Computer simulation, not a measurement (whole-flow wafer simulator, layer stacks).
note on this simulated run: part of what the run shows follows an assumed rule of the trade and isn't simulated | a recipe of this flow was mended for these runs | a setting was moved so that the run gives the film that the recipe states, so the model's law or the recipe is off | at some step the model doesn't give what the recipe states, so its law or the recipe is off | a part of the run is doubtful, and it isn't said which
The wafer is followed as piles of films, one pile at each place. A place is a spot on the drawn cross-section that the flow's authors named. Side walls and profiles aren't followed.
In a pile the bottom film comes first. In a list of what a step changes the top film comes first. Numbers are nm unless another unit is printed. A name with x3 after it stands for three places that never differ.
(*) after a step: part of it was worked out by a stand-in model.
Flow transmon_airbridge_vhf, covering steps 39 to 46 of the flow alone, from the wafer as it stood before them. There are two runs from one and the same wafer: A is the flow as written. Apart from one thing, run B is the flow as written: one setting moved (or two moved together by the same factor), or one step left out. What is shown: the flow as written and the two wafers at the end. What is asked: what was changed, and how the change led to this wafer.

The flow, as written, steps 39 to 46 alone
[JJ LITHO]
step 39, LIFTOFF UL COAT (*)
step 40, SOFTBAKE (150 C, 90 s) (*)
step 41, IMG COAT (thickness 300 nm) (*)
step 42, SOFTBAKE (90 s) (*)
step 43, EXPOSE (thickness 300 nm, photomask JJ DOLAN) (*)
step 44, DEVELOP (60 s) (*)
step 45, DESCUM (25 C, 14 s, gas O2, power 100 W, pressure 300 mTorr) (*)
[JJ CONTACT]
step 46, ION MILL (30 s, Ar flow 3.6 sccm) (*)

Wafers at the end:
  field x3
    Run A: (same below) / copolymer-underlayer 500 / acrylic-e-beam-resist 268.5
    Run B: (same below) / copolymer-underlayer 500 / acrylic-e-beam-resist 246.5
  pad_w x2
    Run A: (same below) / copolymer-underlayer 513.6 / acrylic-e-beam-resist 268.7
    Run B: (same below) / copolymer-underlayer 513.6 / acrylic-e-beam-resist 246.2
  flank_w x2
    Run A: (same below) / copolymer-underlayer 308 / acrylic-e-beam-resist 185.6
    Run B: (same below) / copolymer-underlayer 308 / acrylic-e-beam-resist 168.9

What caused this: step 41, IMG COAT: thickness 278 nm was run, though the flow has thickness 300 nm; step 43, EXPOSE: thickness 278 nm was run, where the flow has thickness 300 nm.

Step by step, how the change led to this:
  step 41, IMG COAT (thickness 300 nm) (*)
      field x3, jj_line, ground_far x3: A +300 acrylic-e-beam-resist (new film) | B +278 acrylic-e-beam-resist (new film)
      pad_w x2: A +300.2 acrylic-e-beam-resist (new film) | B +277.8 acrylic-e-beam-resist (new film)
      (as well as at 8 more places)
  step 44, DEVELOP (60 s) (*)
      jj_line: A -300 acrylic-e-beam-resist (all of it), -500 copolymer-underlayer (all of it) | B -278 acrylic-e-beam-resist (all of it), -500 copolymer-underlayer (all of it)
